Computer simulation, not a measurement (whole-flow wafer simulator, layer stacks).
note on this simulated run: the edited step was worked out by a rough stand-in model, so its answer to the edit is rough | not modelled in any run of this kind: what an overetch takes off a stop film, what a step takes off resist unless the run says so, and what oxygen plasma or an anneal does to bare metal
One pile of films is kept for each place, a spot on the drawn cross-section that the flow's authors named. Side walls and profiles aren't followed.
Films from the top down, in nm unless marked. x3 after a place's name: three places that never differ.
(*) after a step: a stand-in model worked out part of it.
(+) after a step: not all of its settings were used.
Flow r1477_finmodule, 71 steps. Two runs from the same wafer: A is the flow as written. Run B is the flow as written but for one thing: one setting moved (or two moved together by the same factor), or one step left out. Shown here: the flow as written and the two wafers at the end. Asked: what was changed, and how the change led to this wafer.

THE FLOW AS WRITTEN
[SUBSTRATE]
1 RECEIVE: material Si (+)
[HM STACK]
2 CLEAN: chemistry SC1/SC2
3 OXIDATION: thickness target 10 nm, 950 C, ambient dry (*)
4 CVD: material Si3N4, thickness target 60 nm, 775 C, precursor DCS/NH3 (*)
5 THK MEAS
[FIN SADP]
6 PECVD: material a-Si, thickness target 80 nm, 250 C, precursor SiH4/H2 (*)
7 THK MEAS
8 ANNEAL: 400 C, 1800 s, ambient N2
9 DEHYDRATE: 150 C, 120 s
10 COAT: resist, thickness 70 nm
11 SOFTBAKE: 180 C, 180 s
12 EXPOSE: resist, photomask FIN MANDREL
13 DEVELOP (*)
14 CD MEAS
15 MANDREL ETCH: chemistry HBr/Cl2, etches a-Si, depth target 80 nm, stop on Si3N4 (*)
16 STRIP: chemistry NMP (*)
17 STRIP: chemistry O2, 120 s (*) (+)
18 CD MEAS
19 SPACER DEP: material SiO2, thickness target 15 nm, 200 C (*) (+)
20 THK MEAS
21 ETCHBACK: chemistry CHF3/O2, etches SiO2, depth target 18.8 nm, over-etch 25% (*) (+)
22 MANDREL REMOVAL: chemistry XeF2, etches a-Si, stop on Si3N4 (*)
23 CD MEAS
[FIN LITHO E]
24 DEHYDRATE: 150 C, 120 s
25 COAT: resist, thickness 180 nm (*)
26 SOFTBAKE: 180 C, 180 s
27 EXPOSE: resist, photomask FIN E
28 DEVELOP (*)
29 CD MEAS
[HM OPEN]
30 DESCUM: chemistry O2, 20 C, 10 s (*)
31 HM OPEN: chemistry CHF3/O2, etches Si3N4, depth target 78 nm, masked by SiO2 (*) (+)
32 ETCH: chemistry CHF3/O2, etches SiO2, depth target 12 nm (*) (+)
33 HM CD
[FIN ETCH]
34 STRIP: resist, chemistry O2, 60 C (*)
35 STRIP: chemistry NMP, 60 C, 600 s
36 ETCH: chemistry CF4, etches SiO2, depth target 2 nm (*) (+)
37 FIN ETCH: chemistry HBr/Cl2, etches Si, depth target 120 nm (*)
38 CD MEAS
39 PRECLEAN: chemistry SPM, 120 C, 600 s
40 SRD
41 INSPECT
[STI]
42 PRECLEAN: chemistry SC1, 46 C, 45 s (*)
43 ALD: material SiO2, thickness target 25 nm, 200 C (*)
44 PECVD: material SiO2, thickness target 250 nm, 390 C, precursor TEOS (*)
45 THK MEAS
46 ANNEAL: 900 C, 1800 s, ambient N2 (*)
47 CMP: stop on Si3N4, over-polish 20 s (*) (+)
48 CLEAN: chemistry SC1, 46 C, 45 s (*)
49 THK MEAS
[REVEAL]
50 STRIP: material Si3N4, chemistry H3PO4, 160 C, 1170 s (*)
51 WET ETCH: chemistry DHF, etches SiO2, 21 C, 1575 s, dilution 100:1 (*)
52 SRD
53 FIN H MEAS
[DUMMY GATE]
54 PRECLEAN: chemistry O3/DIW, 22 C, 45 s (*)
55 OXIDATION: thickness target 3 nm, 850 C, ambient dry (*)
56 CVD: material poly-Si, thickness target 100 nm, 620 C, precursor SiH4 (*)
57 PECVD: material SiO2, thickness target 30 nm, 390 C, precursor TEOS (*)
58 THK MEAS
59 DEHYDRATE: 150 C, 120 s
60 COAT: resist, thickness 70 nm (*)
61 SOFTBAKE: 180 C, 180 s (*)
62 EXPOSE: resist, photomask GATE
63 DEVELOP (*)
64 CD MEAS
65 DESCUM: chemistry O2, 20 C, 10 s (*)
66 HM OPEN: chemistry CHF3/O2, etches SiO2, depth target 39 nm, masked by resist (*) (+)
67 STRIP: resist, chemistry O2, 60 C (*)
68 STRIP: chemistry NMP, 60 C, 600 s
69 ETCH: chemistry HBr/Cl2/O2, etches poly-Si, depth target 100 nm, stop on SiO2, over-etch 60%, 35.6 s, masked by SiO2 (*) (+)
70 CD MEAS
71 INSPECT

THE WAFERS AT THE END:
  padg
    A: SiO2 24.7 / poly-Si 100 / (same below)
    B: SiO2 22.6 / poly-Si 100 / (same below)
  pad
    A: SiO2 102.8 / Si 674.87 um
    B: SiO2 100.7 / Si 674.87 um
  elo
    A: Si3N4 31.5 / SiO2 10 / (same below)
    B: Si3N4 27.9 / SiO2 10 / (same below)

The cause: step 69, ETCH: depth target 140 nm was run, where the flow has depth target 100 nm.

How the change led to this, step by step:
  69 ETCH: chemistry HBr/Cl2/O2, etches poly-Si, depth target 100 nm, stop on SiO2, over-etch 60%, 35.6 s, masked by SiO2 (*) (+)
      padg, elg, esg and 15 more: A SiO2 -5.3 | B SiO2 -7.42
      pad, eso, e40so and 8 more: A chemical SiO2 -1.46 (all of it), poly-Si -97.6 (all of it), SiO2 -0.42 | B chemical SiO2 -1.46 (all of it), poly-Si -97.6 (all of it), SiO2 -2.54
      (and at 7 more places)
